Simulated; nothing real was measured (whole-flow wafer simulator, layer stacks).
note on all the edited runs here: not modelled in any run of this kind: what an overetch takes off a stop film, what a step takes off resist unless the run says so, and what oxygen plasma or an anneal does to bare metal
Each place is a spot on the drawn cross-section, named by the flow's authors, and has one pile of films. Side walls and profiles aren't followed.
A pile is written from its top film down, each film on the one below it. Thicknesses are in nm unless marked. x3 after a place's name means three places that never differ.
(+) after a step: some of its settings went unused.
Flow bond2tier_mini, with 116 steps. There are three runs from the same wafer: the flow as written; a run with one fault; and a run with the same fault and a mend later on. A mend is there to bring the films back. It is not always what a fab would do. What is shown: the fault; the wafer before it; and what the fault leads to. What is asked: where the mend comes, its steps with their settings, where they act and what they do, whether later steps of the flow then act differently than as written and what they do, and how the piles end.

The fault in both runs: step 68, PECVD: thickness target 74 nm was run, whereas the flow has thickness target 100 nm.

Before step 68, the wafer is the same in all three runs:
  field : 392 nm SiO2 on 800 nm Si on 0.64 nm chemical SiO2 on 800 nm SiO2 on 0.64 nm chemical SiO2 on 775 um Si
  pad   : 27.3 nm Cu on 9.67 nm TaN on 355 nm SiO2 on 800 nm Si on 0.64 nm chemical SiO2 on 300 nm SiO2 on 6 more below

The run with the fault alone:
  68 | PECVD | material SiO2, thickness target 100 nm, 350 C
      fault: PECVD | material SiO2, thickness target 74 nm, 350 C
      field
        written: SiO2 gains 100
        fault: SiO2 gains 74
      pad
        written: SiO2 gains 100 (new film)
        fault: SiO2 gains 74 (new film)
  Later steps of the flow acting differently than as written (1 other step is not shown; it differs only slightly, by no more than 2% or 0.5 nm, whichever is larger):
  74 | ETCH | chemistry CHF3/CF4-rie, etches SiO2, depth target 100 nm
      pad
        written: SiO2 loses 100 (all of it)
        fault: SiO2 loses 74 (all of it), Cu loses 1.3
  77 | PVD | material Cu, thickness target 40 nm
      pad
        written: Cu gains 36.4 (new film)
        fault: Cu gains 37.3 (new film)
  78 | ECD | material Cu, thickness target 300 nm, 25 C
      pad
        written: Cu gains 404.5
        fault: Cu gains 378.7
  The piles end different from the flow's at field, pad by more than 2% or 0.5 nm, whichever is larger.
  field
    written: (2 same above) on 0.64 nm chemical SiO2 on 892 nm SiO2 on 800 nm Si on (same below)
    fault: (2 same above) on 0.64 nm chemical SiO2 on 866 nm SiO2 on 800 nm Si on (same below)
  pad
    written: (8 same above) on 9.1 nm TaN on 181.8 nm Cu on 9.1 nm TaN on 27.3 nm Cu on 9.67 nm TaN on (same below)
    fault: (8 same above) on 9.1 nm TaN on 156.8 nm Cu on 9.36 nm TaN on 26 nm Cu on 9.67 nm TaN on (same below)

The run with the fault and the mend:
  The mend stands after step 73.
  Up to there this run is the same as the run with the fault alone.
  73a | STRIP | chemistry O2, over-ash 100% (+)
      field
        KrF resist loses 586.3 (all of it)
  73b | PECVD | material SiO2, thickness target 26 nm, 350 C (a further turn of the flow's step 68, with different settings)
      field, pad
        SiO2 gains 26
  73c | COAT | KrF resist, thickness 600 nm (a further turn of the flow's step 69)
      field, pad
        KrF resist gains 600 (new film)
  73d | SOFTBAKE | KrF resist (a further turn of the flow's step 70)
      leaves every film unchanged at each place that is followed
  73e | EXPOSE | photomask T2PAD, NA 0.6 (a further turn of the flow's step 71)
      leaves every film unchanged at each place that is followed
  73f | PEB | KrF resist (a further turn of the flow's step 72)
      leaves every film unchanged at each place that is followed
  73g | DEVELOP | developer TMAH-0.26N, 60 s (a further turn of the flow's step 73)
      field
        KrF resist loses 13.7
      pad
        KrF resist loses 600 (all of it)
  Every later step of the flow that is run acts as written at every place that is followed.
  At every place that both follow, the piles at the end match the flow's.
